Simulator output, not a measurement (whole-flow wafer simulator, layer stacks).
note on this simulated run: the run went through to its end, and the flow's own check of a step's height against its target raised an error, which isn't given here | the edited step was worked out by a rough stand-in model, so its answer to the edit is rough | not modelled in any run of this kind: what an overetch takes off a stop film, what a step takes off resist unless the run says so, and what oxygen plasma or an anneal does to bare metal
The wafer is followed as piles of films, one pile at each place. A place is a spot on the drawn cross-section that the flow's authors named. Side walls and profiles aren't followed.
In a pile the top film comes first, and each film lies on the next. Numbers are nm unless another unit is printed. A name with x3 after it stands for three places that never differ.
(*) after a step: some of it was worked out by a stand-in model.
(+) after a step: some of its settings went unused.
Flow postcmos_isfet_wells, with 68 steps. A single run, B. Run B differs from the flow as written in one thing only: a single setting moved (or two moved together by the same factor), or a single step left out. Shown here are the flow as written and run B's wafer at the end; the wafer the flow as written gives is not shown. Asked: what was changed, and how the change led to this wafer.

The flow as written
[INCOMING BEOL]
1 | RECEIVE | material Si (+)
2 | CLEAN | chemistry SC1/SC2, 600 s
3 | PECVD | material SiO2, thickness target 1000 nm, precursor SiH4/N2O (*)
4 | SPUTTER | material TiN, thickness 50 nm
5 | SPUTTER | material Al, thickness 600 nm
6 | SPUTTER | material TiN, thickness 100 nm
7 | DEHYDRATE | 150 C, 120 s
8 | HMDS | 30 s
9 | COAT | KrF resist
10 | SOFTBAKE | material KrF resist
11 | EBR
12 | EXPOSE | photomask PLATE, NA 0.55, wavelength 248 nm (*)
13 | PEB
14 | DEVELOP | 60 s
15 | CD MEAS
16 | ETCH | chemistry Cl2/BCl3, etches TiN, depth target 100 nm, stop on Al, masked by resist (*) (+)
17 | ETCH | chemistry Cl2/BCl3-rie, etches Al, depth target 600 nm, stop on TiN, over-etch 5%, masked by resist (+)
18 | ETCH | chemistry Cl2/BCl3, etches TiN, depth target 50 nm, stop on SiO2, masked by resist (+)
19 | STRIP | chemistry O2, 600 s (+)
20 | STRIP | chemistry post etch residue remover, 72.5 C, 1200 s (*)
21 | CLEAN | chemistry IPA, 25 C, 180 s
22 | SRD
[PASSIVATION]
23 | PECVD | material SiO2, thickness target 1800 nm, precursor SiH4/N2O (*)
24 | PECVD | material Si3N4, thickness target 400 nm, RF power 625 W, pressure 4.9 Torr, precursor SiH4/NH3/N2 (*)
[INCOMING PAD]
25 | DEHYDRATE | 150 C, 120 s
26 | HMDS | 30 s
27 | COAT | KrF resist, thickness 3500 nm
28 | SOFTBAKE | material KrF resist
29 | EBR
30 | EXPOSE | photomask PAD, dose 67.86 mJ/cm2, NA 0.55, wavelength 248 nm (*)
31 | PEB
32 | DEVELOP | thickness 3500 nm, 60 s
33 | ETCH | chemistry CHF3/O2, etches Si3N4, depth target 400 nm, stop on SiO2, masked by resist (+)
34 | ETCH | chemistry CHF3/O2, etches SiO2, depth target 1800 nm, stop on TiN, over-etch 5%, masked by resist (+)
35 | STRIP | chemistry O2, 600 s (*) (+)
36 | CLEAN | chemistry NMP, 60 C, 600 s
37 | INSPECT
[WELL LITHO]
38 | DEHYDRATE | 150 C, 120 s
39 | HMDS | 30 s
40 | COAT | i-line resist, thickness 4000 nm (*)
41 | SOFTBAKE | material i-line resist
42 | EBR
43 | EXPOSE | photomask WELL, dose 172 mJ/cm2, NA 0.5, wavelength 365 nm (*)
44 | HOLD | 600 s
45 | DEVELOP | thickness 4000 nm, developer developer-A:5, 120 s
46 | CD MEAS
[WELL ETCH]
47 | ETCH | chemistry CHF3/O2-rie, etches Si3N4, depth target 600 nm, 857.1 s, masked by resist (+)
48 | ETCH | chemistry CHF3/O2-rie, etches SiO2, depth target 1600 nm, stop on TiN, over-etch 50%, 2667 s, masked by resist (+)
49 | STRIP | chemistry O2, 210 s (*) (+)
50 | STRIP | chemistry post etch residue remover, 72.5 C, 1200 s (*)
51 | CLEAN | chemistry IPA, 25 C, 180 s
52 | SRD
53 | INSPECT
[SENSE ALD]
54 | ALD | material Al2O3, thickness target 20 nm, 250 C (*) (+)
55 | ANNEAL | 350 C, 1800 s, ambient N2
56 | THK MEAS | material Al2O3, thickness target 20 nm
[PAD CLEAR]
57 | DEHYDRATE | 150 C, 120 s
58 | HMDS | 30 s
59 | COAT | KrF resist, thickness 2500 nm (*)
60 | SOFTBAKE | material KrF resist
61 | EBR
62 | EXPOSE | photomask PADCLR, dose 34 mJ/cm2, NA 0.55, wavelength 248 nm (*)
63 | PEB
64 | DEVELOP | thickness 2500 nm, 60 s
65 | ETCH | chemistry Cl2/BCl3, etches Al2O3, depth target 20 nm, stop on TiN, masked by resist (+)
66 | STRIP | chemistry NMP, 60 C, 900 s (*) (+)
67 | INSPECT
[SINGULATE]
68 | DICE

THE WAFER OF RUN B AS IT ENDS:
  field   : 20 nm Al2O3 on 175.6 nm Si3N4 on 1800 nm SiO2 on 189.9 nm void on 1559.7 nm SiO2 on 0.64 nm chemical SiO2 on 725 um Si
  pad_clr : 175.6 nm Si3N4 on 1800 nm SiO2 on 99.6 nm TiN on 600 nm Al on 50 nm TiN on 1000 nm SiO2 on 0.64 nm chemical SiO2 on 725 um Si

The reason: step 24, PECVD: thickness target 176 nm was run, though the flow has thickness target 400 nm.

The path from the change to this, step by step:
  24 | PECVD | material Si3N4, thickness target 400 nm, RF power 625 W, pressure 4.9 Torr, precursor SiH4/NH3/N2 (*)
      field, margin, well900, well1300 x3, pad_rim, pad_clr, pad_open: Si3N4 gains 176 (new film) (as written it would have been: Si3N4 gains 400 (new film))
  33 | ETCH | chemistry CHF3/O2, etches Si3N4, depth target 400 nm, stop on SiO2, masked by resist (+)
      field, margin, well900, well1300 x3, pad_rim, pad_clr: KrF resist loses 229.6 (as written it would have been: KrF resist loses 347.8)
      pad_open: Si3N4 loses 176 (all of it) (as written it would have been: Si3N4 loses 400 (all of it))
  35 | STRIP | chemistry O2, 600 s (*) (+)
      field, margin, well900, well1300 x3, pad_rim, pad_clr: KrF resist loses 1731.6 (all of it) (as written it would have been: KrF resist loses 1613.3 (all of it))
  40 | COAT | i-line resist, thickness 4000 nm (*)
      pad_clr: i-line resist gains 3326.9 (new film) (as written it would have been: i-line resist gains 3256.8 (new film))
  41 | SOFTBAKE | material i-line resist
      pad_clr: i-line resist loses 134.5 (as written it would have been: i-line resist loses 156.7)
      pad_open: i-line resist gains 105.3 (as written it would have been: i-line resist gains 115.3)
  47 | ETCH | chemistry CHF3/O2-rie, etches Si3N4, depth target 600 nm, 857.1 s, masked by resist (+)
      well900, well1300 x3: Si3N4 loses 176 (all of it), SiO2 loses 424 (as written it would have been: Si3N4 loses 400 (all of it), SiO2 loses 200)
  48 | ETCH | chemistry CHF3/O2-rie, etches SiO2, depth target 1600 nm, stop on TiN, over-etch 50%, 2667 s, masked by resist (+)
      well900, well1300 x3: SiO2 loses 1376 (all of it) (as written it would have been: SiO2 loses 1600 (all of it))
  49 | STRIP | chemistry O2, 210 s (*) (+)
      pad_clr: i-line resist loses 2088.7 (all of it) (as written it would have been: i-line resist loses 1996.5 (all of it))
      pad_open: i-line resist loses 3725.9 (all of it) (as written it would have been: i-line resist loses 3816.3 (all of it))
  59 | COAT | KrF resist, thickness 2500 nm (*)
      field: KrF resist gains 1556 (new film) (as written it would have been: KrF resist gains 1449 (new film))
      margin: KrF resist gains 1555.9 (new film) (as written it would have been: KrF resist gains 1448.9 (new film))
      (as well as at 2 more places)
  63 | PEB
      field, margin: KrF resist loses 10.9 (as written it would have been: KrF resist loses 10.1)
      pad_clr: KrF resist loses 12.4 (as written it would have been: KrF resist loses 11.8)
  64 | DEVELOP | thickness 2500 nm, 60 s
      pad_clr: KrF resist loses 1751 (all of it) (as written it would have been: KrF resist loses 1676 (all of it))
  66 | STRIP | chemistry NMP, 60 C, 900 s (*) (+)
      field: KrF resist loses 1506.4 (all of it) (as written it would have been: KrF resist loses 1400.1 (all of it))
      margin: KrF resist loses 1506.3 (all of it) (as written it would have been: KrF resist loses 1400.1 (all of it))
      (as well as at 1 more place)
